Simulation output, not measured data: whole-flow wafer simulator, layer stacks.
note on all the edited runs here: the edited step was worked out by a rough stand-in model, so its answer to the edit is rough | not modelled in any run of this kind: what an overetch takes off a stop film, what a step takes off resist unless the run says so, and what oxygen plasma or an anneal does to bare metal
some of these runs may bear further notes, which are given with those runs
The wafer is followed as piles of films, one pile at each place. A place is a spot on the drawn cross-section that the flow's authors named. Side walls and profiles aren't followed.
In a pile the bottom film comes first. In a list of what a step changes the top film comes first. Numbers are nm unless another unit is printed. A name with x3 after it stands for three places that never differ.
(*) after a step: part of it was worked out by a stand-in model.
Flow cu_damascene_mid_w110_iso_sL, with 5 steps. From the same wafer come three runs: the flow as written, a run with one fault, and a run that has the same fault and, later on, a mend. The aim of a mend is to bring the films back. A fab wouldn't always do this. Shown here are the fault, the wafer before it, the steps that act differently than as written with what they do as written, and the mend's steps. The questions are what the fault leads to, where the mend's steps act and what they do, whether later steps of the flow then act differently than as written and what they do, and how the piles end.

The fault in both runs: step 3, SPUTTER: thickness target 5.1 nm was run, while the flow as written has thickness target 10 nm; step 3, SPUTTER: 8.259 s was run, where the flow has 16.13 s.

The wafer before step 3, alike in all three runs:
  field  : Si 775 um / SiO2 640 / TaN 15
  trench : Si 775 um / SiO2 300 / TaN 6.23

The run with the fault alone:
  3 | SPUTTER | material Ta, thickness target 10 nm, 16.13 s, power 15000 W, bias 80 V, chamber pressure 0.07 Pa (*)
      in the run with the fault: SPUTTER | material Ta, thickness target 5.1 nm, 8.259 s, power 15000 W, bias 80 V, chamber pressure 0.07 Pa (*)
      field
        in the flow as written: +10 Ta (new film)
        in the run with the fault: +5.1 Ta (new film)
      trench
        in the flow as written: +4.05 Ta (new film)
        in the run with the fault: +2.06 Ta (new film)
  Every later step of the flow that is run acts as written, at every place that is followed, to within 2% or 0.5 nm, whichever is larger.
  The piles end different from the flow's at field, trench by more than 2% or 0.5 nm, whichever is larger.
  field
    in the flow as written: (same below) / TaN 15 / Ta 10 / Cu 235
    in the run with the fault: (same below) / TaN 15 / Ta 5.1 / Cu 235
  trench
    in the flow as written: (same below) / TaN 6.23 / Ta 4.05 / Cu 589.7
    in the run with the fault: (same below) / TaN 6.23 / Ta 2.06 / Cu 586.8

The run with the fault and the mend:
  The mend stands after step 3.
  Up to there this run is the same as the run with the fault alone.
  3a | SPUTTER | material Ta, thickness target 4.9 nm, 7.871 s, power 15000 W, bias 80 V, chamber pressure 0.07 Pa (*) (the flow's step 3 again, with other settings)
      field
        +4.9 Ta
      trench
        +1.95 Ta
  Every later step of the flow that is run acts as written at every place that is followed.
  At the end the piles are close to the flow's at the places that both follow, differing by at most 2% or 0.5 nm, whichever is larger.
